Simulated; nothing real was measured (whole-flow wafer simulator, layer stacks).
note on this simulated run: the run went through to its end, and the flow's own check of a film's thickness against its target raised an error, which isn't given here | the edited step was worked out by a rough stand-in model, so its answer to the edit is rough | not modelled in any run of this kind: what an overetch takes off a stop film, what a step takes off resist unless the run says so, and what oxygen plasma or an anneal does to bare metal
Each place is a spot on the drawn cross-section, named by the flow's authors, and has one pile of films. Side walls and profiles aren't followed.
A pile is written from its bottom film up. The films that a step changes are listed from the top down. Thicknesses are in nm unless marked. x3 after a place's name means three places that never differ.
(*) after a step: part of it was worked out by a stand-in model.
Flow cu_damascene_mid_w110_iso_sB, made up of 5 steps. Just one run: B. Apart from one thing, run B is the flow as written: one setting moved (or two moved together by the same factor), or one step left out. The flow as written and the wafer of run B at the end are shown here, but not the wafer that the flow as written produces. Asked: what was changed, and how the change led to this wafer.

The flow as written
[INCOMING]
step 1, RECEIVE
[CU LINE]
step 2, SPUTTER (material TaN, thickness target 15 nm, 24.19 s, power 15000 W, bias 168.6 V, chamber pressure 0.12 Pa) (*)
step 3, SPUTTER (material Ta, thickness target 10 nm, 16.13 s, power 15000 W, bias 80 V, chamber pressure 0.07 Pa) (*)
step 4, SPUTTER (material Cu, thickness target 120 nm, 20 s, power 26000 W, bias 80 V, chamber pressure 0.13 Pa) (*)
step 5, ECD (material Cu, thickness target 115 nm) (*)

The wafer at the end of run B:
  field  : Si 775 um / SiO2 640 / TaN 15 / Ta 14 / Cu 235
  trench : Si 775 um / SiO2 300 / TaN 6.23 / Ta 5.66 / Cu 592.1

Cause: step 3, SPUTTER: thickness target 14 nm was run, while the flow as written has thickness target 10 nm.
One can read it off the wafer: field has Ta 14, and step 3 as written asks for 10 nm.

The path from the change to this, step by step:
  step 3, SPUTTER (material Ta, thickness target 10 nm, 16.13 s, power 15000 W, bias 80 V, chamber pressure 0.07 Pa) (*)
      field: +14 Ta (new film) (in the flow as written it would be: +10 Ta (new film))
      trench: +5.66 Ta (new film) (in the flow as written it would be: +4.05 Ta (new film))
